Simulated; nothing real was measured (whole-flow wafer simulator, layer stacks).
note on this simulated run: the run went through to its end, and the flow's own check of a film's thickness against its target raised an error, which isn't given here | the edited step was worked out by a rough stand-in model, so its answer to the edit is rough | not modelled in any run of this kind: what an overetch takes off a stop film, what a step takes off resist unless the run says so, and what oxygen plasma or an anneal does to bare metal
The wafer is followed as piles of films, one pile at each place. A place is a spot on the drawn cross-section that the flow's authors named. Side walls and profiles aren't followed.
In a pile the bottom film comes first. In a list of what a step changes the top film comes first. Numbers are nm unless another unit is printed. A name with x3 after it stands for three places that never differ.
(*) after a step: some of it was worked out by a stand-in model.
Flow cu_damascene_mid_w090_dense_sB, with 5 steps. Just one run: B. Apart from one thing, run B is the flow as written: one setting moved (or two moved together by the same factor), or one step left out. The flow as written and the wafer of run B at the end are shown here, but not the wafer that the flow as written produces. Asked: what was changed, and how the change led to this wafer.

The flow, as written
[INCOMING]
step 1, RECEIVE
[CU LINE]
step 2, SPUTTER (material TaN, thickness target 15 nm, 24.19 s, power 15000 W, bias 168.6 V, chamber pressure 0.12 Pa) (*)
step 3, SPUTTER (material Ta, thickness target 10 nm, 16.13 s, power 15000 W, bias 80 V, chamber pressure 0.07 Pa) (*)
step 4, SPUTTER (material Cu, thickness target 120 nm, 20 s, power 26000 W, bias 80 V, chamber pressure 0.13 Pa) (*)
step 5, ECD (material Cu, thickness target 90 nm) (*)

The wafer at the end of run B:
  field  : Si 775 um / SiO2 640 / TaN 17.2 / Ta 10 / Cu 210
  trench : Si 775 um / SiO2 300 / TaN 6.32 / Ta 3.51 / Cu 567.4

Cause: step 2, SPUTTER: thickness target 17.2 nm was run, whereas the flow has thickness target 15 nm; step 2, SPUTTER: 27.82 s was run, where the flow has 24.19 s.
The wafer itself shows it: field has TaN 17.2, and step 2 as written asks for 15 nm.

The path from the change to this, step by step:
  step 2, SPUTTER (material TaN, thickness target 15 nm, 24.19 s, power 15000 W, bias 168.6 V, chamber pressure 0.12 Pa) (*)
      field: TaN gains 17.2 (new film) (as written it would have been: TaN gains 15 (new film))
      trench: TaN gains 6.32 (new film) (as written it would have been: TaN gains 5.51 (new film))
